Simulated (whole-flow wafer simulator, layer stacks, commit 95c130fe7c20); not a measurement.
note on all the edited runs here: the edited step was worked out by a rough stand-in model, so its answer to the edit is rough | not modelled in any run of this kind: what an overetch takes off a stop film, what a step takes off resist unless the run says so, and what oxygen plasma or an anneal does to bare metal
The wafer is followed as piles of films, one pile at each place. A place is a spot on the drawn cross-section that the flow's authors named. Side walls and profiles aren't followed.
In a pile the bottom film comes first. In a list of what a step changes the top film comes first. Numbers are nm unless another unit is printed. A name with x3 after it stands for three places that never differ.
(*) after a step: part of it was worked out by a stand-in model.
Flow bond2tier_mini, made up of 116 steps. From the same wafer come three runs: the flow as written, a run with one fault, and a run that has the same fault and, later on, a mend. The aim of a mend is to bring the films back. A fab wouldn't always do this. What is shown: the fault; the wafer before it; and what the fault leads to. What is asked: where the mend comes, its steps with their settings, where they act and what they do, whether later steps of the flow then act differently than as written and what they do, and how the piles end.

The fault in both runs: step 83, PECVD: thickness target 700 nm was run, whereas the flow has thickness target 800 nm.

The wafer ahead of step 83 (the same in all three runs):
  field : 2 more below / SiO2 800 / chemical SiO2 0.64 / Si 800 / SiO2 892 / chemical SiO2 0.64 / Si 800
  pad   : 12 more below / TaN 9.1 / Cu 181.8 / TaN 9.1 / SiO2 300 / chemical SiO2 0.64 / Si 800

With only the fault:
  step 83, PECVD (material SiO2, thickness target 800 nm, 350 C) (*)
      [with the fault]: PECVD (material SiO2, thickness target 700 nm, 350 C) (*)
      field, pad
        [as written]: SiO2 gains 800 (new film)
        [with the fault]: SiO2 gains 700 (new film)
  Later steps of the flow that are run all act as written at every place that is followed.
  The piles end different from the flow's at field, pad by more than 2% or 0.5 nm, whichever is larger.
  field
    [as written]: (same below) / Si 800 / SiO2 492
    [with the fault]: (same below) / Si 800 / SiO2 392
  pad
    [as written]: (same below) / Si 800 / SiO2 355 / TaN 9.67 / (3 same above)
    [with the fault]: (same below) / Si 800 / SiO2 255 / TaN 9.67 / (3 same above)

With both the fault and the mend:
  The mend stands after step 83.
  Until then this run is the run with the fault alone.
  step 83a, PECVD (material SiO2, thickness target 100 nm, 350 C) (a further turn of the flow's step 83, with different settings)
      field, pad
        SiO2 gains 100
  Later steps of the flow that are run all act as written at every place that is followed.
  By the end, the piles equal the flow's at every place that both follow.
